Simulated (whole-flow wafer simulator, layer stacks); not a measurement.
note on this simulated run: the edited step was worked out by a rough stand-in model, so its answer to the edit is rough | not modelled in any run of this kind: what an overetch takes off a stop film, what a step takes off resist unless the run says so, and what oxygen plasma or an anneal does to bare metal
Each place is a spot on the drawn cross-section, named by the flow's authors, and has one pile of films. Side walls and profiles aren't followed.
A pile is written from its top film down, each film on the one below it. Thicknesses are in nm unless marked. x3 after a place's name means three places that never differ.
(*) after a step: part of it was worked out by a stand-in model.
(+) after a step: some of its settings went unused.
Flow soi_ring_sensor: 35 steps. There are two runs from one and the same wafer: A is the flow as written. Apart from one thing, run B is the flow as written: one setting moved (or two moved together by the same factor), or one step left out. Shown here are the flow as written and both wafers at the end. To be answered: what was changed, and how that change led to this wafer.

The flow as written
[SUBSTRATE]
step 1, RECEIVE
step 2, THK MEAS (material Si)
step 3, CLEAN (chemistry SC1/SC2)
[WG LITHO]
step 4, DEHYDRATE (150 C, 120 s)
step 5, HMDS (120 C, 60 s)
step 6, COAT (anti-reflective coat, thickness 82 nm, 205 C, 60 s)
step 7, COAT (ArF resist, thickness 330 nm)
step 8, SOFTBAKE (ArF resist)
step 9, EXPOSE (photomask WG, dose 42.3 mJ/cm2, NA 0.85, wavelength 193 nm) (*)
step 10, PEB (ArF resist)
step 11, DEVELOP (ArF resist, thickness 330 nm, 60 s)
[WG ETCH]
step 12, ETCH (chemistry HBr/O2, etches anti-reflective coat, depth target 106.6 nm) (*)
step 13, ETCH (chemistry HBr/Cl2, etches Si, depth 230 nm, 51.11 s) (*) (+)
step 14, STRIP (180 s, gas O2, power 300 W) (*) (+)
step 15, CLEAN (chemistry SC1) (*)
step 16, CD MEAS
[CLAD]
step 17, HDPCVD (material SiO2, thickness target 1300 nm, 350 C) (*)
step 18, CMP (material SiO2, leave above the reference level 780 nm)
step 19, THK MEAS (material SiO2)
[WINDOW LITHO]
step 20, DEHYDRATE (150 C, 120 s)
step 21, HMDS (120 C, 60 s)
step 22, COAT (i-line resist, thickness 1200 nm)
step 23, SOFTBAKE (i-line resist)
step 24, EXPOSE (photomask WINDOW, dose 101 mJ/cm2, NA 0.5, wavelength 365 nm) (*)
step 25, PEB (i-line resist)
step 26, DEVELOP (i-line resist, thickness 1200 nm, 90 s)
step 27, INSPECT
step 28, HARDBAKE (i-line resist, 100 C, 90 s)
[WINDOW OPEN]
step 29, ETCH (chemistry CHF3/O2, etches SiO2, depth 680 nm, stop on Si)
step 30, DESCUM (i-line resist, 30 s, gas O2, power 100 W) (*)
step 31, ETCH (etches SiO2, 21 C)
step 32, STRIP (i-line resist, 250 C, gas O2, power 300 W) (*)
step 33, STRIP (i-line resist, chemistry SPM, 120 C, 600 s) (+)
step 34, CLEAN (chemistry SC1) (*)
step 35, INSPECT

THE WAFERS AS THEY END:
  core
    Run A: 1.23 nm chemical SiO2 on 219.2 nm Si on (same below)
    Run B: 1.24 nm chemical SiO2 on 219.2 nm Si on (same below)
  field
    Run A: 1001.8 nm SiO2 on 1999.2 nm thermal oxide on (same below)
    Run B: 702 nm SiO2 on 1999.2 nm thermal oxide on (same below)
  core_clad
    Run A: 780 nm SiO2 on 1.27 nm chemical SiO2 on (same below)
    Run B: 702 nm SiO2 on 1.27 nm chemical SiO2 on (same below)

Cause: step 17, HDPCVD: thickness target 702 nm was run, while the flow as written has thickness target 1300 nm.

How this came from the change, step by step:
  step 17, HDPCVD (material SiO2, thickness target 1300 nm, 350 C) (*)
      core, gap, window, field, core_clad, gap_clad: A SiO2 gains 1300 (new film) | B SiO2 gains 702 (new film)
  step 18, CMP (material SiO2, leave above the reference level 780 nm)
      gap, window, field, gap_clad: A SiO2 loses 298.2 | B nothing
      core, core_clad: A SiO2 loses 520 | B nothing
  step 22, COAT (i-line resist, thickness 1200 nm)
      core, core_clad: A i-line resist gains 1200 (new film) | B i-line resist gains 1008.8 (new film)
      gap, gap_clad: A i-line resist gains 1200 (new film) | B i-line resist gains 1232.8 (new film)
  step 23, SOFTBAKE (i-line resist)
      core, core_clad: A nothing | B i-line resist loses 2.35
      gap, gap_clad: A nothing | B i-line resist loses 2.89
      (and at 1 other place as well)
  step 25, PEB (i-line resist)
      core, core_clad: A i-line resist loses 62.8 | B i-line resist loses 52.3
      gap, gap_clad: A i-line resist loses 62.8 | B i-line resist loses 64.4
  step 26, DEVELOP (i-line resist, thickness 1200 nm, 90 s)
      core: A i-line resist loses 1137.2 (all of it) | B i-line resist loses 954.1 (all of it)
      gap: A i-line resist loses 1137.2 (all of it) | B i-line resist loses 1165.5 (all of it)
  step 31, ETCH (etches SiO2, 21 C)
      core: A SiO2 loses 100 (all of it), chemical SiO2 loses 1.27 (all of it) | B SiO2 loses 22 (all of it), chemical SiO2 loses 1.27 (all of it)
  step 32, STRIP (i-line resist, 250 C, gas O2, power 300 W) (*)
      core_clad: A i-line resist loses 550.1 (all of it) | B i-line resist loses 367.4 (all of it)
